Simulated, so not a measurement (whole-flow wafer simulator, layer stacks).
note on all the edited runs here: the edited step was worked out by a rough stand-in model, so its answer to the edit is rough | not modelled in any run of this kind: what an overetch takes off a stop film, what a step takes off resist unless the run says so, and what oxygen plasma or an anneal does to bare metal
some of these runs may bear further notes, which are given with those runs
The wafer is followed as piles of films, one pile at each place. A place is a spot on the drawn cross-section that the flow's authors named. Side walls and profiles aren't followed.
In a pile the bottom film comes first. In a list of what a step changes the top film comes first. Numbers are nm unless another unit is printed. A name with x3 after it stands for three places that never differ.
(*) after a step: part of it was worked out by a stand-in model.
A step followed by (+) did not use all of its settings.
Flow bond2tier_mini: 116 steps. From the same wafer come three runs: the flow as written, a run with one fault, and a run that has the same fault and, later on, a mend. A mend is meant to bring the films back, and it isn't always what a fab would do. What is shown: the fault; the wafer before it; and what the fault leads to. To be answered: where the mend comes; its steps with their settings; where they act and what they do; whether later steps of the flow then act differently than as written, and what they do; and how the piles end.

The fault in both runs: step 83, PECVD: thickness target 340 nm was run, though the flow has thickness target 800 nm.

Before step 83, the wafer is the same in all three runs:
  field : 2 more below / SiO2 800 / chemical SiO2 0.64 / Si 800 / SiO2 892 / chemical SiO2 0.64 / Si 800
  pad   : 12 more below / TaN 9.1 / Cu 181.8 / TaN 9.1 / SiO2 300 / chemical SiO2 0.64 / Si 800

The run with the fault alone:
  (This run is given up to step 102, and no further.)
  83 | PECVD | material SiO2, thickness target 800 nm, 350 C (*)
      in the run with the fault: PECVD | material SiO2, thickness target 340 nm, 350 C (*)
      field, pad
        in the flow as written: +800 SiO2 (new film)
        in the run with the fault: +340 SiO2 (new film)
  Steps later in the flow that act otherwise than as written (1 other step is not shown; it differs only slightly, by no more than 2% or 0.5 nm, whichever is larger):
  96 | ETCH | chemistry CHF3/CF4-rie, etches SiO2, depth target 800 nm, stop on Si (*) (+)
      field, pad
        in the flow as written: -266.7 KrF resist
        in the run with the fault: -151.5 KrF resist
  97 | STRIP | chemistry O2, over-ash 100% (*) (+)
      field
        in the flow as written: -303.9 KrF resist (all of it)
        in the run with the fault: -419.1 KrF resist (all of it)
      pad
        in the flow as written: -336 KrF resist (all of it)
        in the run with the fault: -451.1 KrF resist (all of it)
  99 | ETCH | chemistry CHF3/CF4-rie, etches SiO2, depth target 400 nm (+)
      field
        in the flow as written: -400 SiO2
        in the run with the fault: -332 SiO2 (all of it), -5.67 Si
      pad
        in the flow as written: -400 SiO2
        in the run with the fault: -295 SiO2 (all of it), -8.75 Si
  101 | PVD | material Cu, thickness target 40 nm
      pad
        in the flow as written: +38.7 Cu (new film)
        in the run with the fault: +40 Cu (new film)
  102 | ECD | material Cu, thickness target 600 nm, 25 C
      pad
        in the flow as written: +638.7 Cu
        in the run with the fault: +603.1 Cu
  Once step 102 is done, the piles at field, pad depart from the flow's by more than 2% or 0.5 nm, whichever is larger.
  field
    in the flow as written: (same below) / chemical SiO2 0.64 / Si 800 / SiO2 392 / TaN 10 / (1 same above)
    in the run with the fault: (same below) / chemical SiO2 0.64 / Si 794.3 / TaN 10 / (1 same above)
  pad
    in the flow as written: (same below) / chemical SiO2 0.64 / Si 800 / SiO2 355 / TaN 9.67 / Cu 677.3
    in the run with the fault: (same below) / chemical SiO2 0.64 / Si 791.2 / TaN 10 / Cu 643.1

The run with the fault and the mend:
  The mend follows step 83.
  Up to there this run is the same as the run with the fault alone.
  83a | PECVD | material SiO2, thickness target 460 nm, 350 C (*) (the flow's step 83 again, with other settings)
      field, pad
        +460 SiO2
  Every later step of the flow that is run acts as written at every place that is followed.
  The piles end the same as the flow's at every place that both follow.
